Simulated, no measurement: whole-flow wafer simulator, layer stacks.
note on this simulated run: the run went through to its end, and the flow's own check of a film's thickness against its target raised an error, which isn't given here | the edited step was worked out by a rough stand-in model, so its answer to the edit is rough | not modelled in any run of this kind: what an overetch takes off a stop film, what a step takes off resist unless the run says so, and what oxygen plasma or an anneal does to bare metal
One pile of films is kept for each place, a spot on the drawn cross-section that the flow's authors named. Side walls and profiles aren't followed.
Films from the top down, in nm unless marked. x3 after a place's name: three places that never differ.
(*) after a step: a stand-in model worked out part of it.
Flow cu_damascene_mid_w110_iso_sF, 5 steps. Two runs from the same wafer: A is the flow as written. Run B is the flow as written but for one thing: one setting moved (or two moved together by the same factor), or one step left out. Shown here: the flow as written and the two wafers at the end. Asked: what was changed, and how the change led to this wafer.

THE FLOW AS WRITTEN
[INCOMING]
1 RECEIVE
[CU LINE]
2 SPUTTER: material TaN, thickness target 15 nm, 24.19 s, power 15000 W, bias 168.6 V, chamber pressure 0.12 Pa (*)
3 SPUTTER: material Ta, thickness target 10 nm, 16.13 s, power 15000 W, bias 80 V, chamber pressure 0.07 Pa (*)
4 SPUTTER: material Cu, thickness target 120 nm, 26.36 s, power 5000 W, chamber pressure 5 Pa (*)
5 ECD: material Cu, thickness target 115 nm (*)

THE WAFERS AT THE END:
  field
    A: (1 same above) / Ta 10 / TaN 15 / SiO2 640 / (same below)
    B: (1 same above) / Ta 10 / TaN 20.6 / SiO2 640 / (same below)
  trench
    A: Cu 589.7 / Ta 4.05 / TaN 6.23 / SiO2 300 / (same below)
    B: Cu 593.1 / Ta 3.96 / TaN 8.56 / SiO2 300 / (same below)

The cause: step 2, SPUTTER: thickness target 20.6 nm was run, where the flow has thickness target 15 nm; step 2, SPUTTER: 33.26 s was run, where the flow has 24.19 s.
It can be read off the wafer: field has TaN 20.6, and step 2 as written asks for 15 nm.

How the change led to this, step by step:
  2 SPUTTER: material TaN, thickness target 15 nm, 24.19 s, power 15000 W, bias 168.6 V, chamber pressure 0.12 Pa (*)
      field: A TaN +15 (new film) | B TaN +20.6 (new film)
      trench: A TaN +6.23 (new film) | B TaN +8.56 (new film)
